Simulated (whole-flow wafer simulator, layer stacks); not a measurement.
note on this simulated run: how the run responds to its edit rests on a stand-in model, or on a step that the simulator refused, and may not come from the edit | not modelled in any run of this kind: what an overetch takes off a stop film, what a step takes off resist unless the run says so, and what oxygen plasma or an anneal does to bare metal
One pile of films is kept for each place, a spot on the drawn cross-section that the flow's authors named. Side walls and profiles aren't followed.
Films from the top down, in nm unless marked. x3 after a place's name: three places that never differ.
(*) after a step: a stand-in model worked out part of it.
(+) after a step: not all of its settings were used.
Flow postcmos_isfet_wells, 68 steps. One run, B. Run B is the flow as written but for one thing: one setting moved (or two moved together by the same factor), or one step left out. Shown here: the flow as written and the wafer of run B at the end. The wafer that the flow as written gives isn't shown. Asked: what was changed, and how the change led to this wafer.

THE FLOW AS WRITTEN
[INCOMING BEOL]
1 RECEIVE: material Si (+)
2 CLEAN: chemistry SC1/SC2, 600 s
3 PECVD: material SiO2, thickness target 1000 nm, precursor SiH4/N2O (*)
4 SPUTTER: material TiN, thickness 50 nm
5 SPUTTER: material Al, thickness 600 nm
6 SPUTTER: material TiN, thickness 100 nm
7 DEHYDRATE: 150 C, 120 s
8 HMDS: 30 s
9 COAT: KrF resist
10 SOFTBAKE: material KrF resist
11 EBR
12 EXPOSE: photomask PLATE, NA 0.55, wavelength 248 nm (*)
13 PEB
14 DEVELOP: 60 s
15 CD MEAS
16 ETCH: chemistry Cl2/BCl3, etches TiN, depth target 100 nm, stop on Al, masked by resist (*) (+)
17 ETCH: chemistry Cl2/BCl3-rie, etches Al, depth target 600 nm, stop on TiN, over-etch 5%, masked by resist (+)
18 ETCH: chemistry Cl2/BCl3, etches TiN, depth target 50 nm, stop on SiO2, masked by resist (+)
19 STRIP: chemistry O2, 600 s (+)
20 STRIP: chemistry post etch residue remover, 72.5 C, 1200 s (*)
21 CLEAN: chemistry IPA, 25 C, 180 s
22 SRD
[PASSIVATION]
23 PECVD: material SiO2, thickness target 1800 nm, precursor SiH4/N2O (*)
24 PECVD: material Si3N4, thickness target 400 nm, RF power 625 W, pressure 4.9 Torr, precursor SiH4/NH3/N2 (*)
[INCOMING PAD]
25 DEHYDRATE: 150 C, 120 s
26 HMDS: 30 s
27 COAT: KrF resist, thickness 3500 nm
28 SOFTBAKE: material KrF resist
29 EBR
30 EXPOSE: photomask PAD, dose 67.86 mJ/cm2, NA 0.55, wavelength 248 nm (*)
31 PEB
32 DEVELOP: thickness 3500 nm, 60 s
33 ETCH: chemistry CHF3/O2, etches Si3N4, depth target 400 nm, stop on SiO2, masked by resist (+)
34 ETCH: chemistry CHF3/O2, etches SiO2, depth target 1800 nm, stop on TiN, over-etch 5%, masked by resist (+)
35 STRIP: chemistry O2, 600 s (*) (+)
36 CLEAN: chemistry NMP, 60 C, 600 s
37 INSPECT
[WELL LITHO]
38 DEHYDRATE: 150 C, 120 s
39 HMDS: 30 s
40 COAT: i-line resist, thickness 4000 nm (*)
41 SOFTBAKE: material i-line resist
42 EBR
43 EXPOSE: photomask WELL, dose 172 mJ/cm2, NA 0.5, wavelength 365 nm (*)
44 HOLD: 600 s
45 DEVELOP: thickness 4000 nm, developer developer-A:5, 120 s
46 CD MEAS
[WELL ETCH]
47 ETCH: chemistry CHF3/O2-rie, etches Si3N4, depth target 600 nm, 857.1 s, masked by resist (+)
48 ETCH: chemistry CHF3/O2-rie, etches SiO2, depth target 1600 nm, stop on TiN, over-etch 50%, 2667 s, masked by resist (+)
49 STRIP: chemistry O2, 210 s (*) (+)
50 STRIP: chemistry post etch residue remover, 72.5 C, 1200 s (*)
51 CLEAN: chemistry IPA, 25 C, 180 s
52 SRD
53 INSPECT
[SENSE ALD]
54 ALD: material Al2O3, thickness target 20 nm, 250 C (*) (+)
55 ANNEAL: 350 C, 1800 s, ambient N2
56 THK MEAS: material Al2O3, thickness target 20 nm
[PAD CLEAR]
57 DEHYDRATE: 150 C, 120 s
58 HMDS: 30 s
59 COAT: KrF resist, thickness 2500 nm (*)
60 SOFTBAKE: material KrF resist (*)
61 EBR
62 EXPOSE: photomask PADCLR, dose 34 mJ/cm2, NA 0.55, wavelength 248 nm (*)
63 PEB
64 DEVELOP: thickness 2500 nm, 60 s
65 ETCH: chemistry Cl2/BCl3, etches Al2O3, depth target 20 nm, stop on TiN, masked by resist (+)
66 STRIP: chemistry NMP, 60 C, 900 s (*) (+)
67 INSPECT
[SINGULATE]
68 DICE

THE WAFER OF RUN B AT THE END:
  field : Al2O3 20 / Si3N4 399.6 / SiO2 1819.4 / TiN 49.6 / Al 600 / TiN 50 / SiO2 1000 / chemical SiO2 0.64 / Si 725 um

The cause: step 16, ETCH: chemistry Cl2/BCl3, etches TiN, depth target 100 nm, stop on Al, masked by resist (*) (+), was left out.

How the change led to this, step by step:
  17 ETCH: chemistry Cl2/BCl3-rie, etches Al, depth target 600 nm, stop on TiN, over-etch 5%, masked by resist (+)
      field: nothing (as written it would be: Al -600 (all of it))
  18 ETCH: chemistry Cl2/BCl3, etches TiN, depth target 50 nm, stop on SiO2, masked by resist (+)
      field: TiN -50 (as written it would be: TiN -50 (all of it))
  19 STRIP: chemistry O2, 600 s (+)
      margin, well900, well1300, well2000, well3000, pad_rim, pad_clr, pad_open: KrF resist -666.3 (all of it) (as written it would be: KrF resist -626.3 (all of it))
  23 PECVD: material SiO2, thickness target 1800 nm, precursor SiH4/N2O (*)
      field: SiO2 +1819.4 (new film) (as written it would be: SiO2 +1800 (new film), void +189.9 (new film), SiO2 +559.7)
Counting metal films that touch as one body, field has 1 body; the flow as written gives 0 bodies.
